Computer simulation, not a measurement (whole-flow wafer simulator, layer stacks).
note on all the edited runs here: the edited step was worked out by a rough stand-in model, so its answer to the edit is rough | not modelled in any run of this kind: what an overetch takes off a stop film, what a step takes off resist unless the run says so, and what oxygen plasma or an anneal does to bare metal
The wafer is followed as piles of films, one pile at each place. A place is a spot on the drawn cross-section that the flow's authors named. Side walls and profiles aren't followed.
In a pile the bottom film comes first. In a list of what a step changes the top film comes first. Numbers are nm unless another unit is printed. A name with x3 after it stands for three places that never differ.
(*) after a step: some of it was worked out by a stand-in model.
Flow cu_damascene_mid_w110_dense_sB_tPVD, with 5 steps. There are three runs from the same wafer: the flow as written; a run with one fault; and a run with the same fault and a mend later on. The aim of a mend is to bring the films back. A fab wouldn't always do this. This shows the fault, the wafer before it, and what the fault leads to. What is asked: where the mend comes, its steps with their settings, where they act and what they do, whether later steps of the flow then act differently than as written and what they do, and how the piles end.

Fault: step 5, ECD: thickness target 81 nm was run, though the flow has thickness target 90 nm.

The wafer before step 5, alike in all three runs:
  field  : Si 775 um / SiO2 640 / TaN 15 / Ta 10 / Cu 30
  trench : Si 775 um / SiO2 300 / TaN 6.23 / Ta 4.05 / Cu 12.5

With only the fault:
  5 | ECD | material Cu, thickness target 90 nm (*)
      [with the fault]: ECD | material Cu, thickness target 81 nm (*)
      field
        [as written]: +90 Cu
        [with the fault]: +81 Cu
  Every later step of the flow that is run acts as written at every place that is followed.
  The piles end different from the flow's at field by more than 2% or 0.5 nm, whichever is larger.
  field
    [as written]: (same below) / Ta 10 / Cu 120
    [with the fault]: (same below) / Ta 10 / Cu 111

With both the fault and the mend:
  The mend follows step 5.
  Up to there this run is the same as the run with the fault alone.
  5a | ECD | material Cu, thickness target 9 nm (the flow's step 5 again, with other settings)
      field, trench
        +9 Cu
  Every later step of the flow that is run acts as written at every place that is followed.
  At every place that both follow, the piles at the end match the flow's.
